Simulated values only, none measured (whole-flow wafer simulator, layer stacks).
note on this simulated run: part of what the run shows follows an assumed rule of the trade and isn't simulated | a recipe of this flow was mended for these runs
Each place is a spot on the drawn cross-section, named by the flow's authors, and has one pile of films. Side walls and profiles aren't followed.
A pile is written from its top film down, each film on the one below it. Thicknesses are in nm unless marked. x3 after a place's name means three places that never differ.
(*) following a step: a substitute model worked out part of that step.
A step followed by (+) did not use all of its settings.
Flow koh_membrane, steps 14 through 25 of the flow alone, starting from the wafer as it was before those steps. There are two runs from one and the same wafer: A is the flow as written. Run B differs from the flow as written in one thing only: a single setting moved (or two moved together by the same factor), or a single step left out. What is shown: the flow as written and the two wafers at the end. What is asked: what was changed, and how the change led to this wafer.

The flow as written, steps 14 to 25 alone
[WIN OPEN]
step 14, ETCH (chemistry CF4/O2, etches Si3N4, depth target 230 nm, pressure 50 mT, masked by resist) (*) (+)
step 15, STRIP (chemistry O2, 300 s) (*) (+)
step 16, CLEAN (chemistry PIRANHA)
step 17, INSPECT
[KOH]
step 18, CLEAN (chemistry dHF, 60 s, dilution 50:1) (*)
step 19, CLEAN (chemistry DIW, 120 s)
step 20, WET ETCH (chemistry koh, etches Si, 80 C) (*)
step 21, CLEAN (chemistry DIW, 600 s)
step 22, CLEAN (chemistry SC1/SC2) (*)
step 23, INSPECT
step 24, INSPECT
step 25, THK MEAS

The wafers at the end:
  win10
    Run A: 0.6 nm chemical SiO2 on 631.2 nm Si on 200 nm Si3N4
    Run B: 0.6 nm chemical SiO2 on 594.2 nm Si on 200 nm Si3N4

What caused this: step 14, ETCH: depth target 267 nm was run, while the flow as written has depth target 230 nm.

The path from the change to this, step by step:
  step 14, ETCH (chemistry CF4/O2, etches Si3N4, depth target 230 nm, pressure 50 mT, masked by resist) (*) (+)
      win20 x4, win10: A -200 Si3N4 (all of it), -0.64 chemical SiO2 (all of it), -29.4 Si | B -200 Si3N4 (all of it), -0.64 chemical SiO2 (all of it), -66.4 Si
      field: A -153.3 i-line-resist | B -178 i-line-resist
  step 15, STRIP (chemistry O2, 300 s) (*) (+)
      field: A -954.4 i-line-resist (all of it) | B -929.7 i-line-resist (all of it)
